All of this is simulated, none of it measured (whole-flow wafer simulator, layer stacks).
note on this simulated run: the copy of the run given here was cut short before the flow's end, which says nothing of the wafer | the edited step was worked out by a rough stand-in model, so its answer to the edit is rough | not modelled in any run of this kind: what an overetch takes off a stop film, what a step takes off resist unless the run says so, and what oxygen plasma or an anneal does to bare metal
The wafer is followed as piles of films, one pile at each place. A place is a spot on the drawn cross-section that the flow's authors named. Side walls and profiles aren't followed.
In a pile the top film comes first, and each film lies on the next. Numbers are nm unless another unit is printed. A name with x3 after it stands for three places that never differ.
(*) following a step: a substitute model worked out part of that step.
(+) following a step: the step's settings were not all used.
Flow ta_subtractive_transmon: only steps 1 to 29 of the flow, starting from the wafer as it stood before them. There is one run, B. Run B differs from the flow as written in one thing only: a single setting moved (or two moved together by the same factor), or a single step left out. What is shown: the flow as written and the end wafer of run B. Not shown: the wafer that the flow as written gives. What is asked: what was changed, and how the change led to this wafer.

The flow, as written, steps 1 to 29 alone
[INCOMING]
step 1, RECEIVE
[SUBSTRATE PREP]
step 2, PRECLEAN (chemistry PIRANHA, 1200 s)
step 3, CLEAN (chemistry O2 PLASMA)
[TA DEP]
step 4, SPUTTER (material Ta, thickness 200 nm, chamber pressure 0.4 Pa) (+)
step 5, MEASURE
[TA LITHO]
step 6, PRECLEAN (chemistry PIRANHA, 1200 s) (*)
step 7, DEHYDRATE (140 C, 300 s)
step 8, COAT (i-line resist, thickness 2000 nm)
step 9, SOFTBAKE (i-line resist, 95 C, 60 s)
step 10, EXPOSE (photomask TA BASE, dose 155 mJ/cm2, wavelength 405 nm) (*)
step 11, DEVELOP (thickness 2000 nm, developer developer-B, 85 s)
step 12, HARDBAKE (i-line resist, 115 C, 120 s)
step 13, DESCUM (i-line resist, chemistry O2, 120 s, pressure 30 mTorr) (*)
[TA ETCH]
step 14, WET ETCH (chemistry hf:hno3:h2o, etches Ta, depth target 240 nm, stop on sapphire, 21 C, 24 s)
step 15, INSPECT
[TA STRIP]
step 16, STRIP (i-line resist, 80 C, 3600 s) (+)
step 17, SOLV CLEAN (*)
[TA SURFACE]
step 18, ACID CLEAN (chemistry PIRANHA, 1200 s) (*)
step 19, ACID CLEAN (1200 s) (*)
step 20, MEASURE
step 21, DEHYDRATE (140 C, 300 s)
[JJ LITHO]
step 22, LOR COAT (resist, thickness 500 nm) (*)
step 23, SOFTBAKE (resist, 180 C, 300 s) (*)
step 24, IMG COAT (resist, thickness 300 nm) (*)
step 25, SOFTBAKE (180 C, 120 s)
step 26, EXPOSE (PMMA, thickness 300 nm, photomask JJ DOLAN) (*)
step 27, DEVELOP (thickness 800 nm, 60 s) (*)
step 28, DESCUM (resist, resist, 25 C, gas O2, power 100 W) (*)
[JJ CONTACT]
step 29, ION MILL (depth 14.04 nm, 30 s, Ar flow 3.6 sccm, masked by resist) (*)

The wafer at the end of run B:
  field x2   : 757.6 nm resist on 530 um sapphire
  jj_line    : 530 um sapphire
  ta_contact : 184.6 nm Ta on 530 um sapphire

The reason: step 29, ION MILL: depth 22.46 nm was run, whereas the flow has depth 14.04 nm; step 29, ION MILL: 48 s was run, where the flow has 30 s.

The path from the change to this, step by step:
  step 29, ION MILL (depth 14.04 nm, 30 s, Ar flow 3.6 sccm, masked by resist) (*)
      field x2, ta_pad: -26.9 resist (in the flow as written it would be: -16.8 resist)
      jj_line, lead: -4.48 sapphire (in the flow as written it would be: -2.8 sapphire)
      (as well as at 1 more place)
